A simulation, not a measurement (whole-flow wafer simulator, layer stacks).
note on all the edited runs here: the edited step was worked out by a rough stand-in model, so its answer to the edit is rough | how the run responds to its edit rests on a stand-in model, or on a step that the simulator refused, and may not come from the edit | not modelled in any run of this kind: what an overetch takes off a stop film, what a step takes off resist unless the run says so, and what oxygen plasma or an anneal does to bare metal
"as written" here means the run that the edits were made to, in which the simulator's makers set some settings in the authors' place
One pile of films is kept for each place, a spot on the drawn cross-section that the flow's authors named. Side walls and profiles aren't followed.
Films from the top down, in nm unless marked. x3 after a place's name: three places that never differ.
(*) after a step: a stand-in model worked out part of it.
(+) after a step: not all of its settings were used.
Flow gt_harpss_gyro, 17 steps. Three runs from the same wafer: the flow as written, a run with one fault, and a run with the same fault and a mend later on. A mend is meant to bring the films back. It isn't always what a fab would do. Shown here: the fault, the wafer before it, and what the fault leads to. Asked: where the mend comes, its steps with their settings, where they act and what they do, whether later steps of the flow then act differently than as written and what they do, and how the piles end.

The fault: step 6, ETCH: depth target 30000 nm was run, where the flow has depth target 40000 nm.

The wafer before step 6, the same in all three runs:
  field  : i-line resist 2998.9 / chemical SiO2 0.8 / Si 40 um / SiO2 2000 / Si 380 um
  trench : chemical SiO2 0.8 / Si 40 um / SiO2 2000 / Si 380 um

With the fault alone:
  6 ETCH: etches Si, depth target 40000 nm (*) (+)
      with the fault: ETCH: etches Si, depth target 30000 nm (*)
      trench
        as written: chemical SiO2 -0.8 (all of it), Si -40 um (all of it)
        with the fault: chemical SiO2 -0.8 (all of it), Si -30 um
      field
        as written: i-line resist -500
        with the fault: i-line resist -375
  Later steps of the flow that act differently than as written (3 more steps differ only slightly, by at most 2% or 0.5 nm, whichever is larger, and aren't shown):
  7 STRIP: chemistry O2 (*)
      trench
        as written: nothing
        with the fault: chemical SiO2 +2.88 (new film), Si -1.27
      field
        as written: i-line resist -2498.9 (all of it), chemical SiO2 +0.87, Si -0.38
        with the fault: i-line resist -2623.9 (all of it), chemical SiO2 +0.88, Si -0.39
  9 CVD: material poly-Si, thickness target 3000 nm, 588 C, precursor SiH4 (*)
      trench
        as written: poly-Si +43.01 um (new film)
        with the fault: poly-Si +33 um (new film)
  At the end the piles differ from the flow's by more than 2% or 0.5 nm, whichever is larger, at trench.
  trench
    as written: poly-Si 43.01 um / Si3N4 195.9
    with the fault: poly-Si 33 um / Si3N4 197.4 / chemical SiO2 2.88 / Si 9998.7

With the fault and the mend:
  The mend comes after step 6.
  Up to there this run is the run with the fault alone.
  6a ETCH: etches Si, depth target 10000 nm (*) (+) (the flow's step 6 once more, with other settings)
      field
        i-line resist -125
      trench
        Si -9999.9 (all of it)
  No later step of the flow acts differently than as written at any place that is followed.
  At the end the piles are the same as the flow's at every place that both follow.
